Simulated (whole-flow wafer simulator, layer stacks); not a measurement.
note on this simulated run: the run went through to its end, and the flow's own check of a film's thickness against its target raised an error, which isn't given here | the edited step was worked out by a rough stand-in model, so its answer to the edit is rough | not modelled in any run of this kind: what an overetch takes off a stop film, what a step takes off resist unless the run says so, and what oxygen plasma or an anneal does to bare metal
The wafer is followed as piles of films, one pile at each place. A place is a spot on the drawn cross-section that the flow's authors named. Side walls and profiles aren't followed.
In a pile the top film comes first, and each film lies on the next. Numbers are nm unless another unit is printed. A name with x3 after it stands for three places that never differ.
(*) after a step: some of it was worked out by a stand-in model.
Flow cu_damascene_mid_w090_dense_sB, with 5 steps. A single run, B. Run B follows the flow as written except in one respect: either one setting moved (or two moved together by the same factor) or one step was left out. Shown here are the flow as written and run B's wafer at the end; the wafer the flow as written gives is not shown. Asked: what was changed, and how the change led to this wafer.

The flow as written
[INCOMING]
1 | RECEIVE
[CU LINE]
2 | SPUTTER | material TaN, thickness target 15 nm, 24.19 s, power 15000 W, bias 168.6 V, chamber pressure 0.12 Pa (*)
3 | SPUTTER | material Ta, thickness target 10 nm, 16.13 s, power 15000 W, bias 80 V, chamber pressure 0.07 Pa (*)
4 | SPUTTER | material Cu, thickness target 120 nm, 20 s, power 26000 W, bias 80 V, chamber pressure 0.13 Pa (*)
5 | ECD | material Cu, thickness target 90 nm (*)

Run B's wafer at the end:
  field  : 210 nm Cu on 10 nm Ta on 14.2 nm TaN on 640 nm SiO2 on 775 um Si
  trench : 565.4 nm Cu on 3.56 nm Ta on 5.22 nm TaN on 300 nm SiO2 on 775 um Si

What caused this: step 2, SPUTTER: thickness target 14.2 nm was run, whereas the flow has thickness target 15 nm; step 2, SPUTTER: 22.98 s was run, where the flow has 24.19 s.
One can read it off the wafer: field has TaN 14.2, and step 2 as written asks for 15 nm.

The path from the change to this, step by step:
  2 | SPUTTER | material TaN, thickness target 15 nm, 24.19 s, power 15000 W, bias 168.6 V, chamber pressure 0.12 Pa (*)
      field: +14.2 TaN (new film) (in the flow as written it would be: +15 TaN (new film))
